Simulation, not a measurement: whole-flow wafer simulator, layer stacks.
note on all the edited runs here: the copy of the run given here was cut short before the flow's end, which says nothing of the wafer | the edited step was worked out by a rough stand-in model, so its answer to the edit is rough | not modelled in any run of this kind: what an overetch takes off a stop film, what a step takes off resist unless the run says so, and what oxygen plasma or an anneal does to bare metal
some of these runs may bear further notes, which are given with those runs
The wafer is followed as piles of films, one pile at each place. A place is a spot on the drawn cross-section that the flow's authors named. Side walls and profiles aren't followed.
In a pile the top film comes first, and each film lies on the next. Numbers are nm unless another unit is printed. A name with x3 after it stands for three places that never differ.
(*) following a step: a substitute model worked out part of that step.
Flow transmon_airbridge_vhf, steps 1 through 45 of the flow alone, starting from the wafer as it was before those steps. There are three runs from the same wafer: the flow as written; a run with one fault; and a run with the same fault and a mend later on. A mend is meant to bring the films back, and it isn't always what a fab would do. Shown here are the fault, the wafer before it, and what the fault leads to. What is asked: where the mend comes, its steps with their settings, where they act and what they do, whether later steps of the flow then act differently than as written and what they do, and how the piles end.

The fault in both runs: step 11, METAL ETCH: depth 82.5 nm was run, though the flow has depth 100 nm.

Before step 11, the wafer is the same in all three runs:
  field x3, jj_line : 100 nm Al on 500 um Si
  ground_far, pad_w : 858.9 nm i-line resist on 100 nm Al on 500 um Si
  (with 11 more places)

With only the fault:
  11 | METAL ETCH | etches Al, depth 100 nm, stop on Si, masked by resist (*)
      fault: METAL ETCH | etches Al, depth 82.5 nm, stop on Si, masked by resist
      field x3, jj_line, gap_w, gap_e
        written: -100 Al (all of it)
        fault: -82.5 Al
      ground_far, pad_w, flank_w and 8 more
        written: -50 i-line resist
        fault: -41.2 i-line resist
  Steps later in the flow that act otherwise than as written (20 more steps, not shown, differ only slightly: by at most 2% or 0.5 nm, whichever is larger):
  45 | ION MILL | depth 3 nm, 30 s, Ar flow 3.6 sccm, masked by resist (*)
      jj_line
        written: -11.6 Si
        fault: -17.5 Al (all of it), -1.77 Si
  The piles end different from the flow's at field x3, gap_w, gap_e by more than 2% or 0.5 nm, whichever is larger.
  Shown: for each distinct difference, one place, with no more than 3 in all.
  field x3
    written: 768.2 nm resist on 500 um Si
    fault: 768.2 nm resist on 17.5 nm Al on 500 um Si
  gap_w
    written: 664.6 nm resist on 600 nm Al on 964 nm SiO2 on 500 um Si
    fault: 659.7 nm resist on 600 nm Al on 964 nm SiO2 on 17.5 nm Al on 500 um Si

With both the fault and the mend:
  After step 11 comes the mend.
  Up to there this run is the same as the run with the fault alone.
  11a | METAL ETCH | etches Al, depth 17.5 nm, stop on Si, masked by resist (*) (the flow's step 11, run once more with other settings)
      ground_far, pad_w, flank_w and 8 more
        -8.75 i-line resist
      field x3, jj_line, gap_w, gap_e
        -17.5 Al (all of it)
  None of the later steps of the flow acts differently than as written at any place that is followed.
  By the end, the piles equal the flow's at every place that both follow.
